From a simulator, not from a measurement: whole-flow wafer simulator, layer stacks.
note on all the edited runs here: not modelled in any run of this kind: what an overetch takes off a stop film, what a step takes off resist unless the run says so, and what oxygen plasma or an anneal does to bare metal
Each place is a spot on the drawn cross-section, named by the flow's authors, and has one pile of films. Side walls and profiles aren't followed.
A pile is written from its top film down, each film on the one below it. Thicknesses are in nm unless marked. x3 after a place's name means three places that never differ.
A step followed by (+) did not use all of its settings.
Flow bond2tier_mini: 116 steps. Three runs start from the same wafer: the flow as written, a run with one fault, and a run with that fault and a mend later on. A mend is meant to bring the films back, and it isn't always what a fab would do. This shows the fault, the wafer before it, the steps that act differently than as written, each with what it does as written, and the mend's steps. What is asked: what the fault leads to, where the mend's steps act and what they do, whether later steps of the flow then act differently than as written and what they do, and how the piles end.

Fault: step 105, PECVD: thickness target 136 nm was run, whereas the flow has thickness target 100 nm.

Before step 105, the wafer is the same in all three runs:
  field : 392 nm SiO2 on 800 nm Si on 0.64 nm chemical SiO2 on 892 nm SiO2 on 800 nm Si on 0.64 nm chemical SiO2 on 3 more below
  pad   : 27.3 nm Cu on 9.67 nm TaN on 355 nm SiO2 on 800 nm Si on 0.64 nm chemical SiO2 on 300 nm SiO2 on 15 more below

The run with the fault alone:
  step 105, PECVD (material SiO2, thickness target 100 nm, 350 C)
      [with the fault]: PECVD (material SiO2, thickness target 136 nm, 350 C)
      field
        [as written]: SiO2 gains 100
        [with the fault]: SiO2 gains 136
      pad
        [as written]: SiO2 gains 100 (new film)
        [with the fault]: SiO2 gains 136 (new film)
  Steps further on in the flow that do not act as written:
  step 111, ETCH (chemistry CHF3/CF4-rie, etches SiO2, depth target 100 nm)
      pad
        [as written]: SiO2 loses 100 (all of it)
        [with the fault]: SiO2 loses 100
  By the end, the piles at field, pad depart from the flow's by more than 2% or 0.5 nm, whichever is larger.
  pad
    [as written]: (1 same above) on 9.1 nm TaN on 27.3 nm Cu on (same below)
    [with the fault]: (1 same above) on 9.1 nm TaN on 36 nm SiO2 on 27.3 nm Cu on (same below)
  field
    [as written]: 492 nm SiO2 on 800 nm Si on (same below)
    [with the fault]: 528 nm SiO2 on 800 nm Si on (same below)

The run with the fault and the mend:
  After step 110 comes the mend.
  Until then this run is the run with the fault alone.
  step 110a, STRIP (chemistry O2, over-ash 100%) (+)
      field
        KrF resist loses 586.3 (all of it)
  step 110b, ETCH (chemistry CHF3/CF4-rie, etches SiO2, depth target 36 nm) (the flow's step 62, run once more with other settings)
      field, pad
        SiO2 loses 36
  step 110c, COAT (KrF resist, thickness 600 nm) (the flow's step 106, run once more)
      field, pad
        KrF resist gains 600 (new film)
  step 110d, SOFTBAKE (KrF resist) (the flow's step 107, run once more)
      does not change any film at any place that is followed
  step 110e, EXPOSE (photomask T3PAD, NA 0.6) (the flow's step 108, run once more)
      does not change any film at any place that is followed
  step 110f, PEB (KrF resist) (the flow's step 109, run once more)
      does not change any film at any place that is followed
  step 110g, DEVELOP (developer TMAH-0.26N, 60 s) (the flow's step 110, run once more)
      field
        KrF resist loses 13.7
      pad
        KrF resist loses 600 (all of it)
  None of the later steps of the flow acts differently than as written at any place that is followed.
  The piles end the same as the flow's at every place that both follow.
